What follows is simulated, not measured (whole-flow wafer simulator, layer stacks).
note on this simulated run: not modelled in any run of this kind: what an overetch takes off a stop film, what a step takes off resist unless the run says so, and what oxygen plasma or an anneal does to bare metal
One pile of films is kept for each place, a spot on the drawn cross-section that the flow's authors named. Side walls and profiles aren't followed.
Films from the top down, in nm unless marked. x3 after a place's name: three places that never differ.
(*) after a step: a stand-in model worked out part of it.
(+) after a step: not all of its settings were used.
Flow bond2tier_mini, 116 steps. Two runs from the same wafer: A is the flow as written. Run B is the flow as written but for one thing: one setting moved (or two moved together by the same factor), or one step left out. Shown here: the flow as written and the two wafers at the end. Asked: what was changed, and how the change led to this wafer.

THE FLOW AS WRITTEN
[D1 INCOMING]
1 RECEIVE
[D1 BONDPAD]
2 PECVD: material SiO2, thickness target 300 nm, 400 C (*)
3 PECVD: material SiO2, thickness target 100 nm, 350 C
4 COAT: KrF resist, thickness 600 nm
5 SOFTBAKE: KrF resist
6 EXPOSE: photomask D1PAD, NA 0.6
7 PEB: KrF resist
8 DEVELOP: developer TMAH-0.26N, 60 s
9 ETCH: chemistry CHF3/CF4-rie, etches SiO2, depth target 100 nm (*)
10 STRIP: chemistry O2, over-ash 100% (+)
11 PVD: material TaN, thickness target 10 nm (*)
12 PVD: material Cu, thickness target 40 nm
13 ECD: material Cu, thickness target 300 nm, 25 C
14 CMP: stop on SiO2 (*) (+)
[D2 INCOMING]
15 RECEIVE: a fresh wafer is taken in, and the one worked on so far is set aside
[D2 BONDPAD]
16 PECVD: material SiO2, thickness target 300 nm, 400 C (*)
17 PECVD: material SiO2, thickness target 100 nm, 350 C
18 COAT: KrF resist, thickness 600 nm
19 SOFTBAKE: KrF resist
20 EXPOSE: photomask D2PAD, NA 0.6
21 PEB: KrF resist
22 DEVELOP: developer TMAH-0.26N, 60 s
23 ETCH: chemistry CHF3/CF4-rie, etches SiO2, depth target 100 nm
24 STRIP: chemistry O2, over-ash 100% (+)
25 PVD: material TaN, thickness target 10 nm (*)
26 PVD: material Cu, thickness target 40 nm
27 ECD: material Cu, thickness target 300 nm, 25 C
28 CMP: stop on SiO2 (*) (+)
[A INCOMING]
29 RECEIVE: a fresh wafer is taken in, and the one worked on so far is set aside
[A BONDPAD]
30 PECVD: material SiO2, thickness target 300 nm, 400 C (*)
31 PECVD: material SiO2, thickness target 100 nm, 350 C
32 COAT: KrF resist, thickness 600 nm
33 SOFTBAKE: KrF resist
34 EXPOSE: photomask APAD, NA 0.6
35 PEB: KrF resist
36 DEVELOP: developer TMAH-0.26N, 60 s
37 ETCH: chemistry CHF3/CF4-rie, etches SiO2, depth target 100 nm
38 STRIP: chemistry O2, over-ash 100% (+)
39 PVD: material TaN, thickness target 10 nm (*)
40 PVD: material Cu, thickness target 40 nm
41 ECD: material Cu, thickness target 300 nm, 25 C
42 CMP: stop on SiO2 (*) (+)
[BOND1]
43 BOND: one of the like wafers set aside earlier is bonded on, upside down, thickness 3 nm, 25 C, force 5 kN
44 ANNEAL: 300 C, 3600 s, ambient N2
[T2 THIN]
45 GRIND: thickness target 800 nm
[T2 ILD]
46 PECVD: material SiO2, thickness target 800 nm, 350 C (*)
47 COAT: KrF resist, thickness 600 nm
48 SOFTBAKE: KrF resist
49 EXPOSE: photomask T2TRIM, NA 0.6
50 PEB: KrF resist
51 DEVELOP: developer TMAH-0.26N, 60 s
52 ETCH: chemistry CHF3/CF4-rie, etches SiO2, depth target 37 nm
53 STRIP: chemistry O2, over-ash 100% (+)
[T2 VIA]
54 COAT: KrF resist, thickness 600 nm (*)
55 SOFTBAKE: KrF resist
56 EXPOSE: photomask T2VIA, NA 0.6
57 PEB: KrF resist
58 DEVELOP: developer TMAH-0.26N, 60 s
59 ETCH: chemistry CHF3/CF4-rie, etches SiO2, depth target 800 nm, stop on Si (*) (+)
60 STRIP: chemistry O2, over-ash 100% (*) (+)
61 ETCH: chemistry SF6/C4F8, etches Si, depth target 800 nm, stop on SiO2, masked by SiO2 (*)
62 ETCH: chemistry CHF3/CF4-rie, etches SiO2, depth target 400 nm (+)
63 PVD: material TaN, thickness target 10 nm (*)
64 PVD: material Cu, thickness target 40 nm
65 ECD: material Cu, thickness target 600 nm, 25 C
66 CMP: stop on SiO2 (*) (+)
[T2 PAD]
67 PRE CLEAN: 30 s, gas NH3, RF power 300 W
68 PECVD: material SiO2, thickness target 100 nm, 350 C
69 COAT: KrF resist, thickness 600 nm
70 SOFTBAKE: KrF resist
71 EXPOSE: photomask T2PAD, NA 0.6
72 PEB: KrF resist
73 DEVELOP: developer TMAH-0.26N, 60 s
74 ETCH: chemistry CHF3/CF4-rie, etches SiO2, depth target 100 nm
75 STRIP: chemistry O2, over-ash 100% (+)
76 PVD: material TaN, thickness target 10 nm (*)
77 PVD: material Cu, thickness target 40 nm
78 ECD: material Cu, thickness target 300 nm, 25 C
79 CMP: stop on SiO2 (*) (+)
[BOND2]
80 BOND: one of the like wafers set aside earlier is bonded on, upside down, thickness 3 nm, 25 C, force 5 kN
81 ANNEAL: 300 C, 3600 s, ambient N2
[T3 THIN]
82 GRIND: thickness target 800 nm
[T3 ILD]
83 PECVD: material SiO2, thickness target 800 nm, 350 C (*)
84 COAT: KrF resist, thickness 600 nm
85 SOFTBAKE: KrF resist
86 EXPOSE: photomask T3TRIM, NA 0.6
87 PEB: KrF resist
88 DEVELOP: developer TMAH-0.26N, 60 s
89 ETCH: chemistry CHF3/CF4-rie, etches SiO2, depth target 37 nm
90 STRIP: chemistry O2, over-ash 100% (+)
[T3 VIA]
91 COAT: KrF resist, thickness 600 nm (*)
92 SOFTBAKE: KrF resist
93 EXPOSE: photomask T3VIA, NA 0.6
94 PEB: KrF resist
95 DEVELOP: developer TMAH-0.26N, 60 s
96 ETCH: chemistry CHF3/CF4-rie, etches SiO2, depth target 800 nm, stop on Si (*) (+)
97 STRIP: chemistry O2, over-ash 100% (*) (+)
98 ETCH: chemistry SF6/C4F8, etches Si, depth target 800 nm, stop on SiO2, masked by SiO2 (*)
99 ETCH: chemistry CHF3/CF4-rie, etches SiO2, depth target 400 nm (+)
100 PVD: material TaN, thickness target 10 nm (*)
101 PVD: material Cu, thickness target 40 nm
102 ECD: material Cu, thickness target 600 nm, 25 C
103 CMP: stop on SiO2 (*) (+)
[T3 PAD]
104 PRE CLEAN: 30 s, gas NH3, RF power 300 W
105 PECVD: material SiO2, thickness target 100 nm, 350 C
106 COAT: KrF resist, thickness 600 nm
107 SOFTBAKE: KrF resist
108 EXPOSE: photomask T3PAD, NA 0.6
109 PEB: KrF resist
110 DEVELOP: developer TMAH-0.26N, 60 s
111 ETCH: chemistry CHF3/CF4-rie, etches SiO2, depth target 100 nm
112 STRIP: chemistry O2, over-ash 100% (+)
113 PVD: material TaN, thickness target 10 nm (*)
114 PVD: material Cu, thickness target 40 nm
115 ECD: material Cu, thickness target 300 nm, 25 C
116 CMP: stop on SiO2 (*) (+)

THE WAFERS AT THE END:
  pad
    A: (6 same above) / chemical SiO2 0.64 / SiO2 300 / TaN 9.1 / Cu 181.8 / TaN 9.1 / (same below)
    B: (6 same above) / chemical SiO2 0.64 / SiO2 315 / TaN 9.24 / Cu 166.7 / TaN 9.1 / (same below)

The cause: step 23, ETCH: depth target 85 nm was run, where the flow has depth target 100 nm.

How the change led to this, step by step:
  23 ETCH: chemistry CHF3/CF4-rie, etches SiO2, depth target 100 nm
      pad, via: A SiO2 -100 | B SiO2 -85
      field: A KrF resist -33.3 | B KrF resist -28.3
  27 ECD: material Cu, thickness target 300 nm, 25 C
      pad: A Cu +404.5 | B Cu +388.8
      via: A Cu +400.2 | B Cu +385.1
  80 BOND: one of the like wafers set aside earlier is bonded on, upside down, thickness 3 nm, 25 C, force 5 kN
      pad: A Si +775 um (new film), chemical SiO2 +0.64 (new film), SiO2 +300 (new film), TaN +9.1 (new film), Cu +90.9 | B Si +775 um (new film), chemical SiO2 +0.64 (new film), SiO2 +315 (new film), TaN +9.24 (new film), Cu +75.8
